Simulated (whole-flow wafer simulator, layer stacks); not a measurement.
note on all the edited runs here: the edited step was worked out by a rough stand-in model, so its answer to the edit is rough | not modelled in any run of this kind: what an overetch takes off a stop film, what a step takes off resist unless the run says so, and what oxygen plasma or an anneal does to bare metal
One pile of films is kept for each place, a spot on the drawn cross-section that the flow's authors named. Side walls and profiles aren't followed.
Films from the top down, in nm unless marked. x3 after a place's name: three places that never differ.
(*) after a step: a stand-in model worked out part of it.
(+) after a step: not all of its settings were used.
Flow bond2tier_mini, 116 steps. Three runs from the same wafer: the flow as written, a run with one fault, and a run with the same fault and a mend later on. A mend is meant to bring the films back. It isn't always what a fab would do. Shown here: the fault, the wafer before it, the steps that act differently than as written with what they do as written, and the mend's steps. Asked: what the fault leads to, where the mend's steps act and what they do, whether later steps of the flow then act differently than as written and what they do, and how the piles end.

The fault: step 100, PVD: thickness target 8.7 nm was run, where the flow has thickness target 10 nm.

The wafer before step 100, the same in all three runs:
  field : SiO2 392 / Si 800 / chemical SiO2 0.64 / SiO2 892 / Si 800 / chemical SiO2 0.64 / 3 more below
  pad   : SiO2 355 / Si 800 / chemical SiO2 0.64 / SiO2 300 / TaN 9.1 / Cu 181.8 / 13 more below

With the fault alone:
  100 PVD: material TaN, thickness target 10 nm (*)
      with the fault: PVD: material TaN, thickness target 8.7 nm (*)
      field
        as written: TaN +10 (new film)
        with the fault: TaN +8.7 (new film)
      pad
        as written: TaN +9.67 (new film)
        with the fault: TaN +8.41 (new film)
  Later steps of the flow that act differently than as written (1 more step differs only slightly, by at most 2% or 0.5 nm, whichever is larger, and isn't shown):
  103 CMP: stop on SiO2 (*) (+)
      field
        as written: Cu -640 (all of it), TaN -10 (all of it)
        with the fault: Cu -640 (all of it), TaN -8.7 (all of it)
  At the end the piles differ from the flow's by more than 2% or 0.5 nm, whichever is larger, at pad.
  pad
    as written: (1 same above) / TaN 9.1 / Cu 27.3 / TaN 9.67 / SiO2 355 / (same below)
    with the fault: (1 same above) / TaN 9.1 / Cu 28.6 / TaN 8.41 / SiO2 355 / (same below)

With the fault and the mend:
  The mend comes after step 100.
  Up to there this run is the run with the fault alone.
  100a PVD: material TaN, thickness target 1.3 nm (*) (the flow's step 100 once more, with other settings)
      field
        TaN +1.3
      pad
        TaN +1.26
  No later step of the flow acts differently than as written at any place that is followed.
  At the end the piles are the same as the flow's at every place that both follow.
